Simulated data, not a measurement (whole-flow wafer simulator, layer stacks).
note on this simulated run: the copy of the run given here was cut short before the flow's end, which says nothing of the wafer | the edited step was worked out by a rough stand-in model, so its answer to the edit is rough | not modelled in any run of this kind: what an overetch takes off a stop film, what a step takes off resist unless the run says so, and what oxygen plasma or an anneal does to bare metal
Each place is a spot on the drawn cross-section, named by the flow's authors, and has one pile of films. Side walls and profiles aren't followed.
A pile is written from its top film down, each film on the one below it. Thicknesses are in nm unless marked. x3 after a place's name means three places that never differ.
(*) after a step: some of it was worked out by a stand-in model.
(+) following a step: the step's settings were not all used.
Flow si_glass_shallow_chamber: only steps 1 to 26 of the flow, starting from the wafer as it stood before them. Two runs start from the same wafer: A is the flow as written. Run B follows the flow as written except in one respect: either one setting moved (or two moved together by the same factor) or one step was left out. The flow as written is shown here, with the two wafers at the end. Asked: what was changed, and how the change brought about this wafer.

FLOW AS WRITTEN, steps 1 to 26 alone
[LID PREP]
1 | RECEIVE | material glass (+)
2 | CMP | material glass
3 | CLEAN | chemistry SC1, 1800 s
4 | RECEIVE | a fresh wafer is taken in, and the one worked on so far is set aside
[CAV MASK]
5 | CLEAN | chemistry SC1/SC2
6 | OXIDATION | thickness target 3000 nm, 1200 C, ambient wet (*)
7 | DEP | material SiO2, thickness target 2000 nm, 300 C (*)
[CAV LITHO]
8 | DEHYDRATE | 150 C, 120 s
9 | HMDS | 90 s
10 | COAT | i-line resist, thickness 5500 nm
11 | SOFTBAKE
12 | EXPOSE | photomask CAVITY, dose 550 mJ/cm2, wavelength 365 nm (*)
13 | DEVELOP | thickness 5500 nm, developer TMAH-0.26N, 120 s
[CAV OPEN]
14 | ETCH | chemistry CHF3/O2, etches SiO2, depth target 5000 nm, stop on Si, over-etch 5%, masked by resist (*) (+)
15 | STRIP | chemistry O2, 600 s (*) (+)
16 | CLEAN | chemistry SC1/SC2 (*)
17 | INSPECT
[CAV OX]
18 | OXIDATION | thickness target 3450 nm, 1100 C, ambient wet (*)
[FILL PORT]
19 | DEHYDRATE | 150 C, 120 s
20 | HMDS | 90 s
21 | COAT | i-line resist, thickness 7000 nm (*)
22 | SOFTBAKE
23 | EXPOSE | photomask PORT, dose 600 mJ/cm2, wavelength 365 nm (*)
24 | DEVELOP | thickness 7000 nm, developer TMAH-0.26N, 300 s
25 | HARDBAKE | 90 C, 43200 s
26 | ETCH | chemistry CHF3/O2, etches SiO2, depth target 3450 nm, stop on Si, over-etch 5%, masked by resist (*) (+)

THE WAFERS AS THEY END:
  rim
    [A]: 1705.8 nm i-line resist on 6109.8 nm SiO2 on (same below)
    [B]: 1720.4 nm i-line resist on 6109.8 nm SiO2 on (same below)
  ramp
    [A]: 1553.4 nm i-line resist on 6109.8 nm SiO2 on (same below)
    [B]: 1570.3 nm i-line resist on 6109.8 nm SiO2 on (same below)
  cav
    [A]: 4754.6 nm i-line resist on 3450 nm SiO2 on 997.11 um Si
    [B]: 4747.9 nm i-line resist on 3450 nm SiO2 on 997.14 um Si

Cause: step 14, ETCH: over-etch 2.06% was run, though the flow has over-etch 5%.

Step by step, how the change led to this:
  14 | ETCH | chemistry CHF3/O2, etches SiO2, depth target 5000 nm, stop on Si, over-etch 5%, masked by resist (*) (+)
      rim, ramp, septum, ring: A i-line resist loses 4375 | B i-line resist loses 4252.5
      cav, port: A SiO2 loses 5000 (all of it), Si loses 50 | B SiO2 loses 5000 (all of it), Si loses 20.6
  15 | STRIP | chemistry O2, 600 s (*) (+)
      rim, ramp, septum, ring: A i-line resist loses 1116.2 (all of it) | B i-line resist loses 1238.7 (all of it)
